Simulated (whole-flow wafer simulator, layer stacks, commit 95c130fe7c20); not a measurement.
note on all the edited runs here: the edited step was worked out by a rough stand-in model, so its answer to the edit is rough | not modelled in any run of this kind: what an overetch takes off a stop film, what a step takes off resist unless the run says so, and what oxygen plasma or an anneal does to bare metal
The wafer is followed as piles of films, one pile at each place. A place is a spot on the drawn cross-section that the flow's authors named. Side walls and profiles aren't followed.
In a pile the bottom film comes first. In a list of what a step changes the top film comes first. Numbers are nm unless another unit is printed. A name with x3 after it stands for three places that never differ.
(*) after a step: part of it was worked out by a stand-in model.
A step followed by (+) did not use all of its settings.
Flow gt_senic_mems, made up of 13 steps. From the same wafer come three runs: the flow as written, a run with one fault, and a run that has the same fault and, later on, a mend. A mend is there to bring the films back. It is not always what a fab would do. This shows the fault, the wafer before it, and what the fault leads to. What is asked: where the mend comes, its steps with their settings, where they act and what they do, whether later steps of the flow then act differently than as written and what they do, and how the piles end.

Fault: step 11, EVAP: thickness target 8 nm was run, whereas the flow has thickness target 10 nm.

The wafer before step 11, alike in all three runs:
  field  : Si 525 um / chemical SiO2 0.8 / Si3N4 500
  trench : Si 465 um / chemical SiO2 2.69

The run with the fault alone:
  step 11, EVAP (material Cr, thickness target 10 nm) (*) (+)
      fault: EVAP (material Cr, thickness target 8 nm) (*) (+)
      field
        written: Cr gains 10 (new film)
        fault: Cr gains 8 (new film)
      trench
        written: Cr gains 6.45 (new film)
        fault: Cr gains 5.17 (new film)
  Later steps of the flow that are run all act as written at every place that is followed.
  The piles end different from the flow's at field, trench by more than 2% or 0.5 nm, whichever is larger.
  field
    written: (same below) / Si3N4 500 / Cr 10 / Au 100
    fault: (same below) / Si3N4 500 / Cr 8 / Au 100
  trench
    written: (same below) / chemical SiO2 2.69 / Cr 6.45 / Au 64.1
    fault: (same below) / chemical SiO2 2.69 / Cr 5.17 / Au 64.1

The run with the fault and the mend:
  The mend follows step 11.
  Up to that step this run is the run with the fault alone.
  step 11a, EVAP (material Cr, thickness target 2 nm) (*) (the flow's step 11 again, with other settings)
      field
        Cr gains 2
      trench
        Cr gains 1.29
  Later steps of the flow that are run all act as written at every place that is followed.
  At the end the piles are close to the flow's at the places that both follow, differing by at most 2% or 0.5 nm, whichever is larger.
